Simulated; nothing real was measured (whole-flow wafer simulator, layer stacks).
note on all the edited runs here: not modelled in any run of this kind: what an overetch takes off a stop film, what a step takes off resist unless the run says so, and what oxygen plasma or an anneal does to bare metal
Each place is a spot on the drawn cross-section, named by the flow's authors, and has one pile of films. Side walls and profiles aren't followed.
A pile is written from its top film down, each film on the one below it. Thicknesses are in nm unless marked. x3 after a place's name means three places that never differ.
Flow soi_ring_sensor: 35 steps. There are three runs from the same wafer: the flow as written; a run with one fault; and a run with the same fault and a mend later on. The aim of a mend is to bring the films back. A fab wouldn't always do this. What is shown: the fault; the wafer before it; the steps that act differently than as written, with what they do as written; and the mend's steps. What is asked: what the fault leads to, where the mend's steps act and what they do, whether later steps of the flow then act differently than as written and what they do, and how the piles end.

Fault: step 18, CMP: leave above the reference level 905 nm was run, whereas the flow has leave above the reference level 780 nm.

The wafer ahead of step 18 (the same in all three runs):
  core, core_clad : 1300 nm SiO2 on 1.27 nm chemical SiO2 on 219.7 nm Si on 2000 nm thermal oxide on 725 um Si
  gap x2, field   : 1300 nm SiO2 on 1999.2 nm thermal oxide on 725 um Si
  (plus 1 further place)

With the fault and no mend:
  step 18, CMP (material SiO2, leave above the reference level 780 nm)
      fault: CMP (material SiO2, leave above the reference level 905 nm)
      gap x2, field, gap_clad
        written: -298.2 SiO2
        fault: -173.2 SiO2
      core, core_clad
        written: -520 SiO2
        fault: -395 SiO2
  Later steps of the flow acting differently than as written:
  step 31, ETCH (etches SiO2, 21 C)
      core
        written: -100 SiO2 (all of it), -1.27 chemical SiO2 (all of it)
        fault: -225 SiO2 (all of it), -1.27 chemical SiO2 (all of it)
  By the end, the piles at field, core_clad depart from the flow's by more than 2% or 0.5 nm, whichever is larger.
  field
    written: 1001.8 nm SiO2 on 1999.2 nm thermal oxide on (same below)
    fault: 1126.8 nm SiO2 on 1999.2 nm thermal oxide on (same below)
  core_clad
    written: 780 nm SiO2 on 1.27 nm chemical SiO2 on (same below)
    fault: 905 nm SiO2 on 1.27 nm chemical SiO2 on (same below)

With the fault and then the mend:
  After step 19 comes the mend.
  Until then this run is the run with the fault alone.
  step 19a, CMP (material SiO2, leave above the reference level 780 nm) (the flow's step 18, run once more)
      core, gap x2, field, core_clad, gap_clad
        -125 SiO2
  None of the later steps of the flow acts differently than as written at any place that is followed.
  By the end, the piles equal the flow's at every place that both follow.
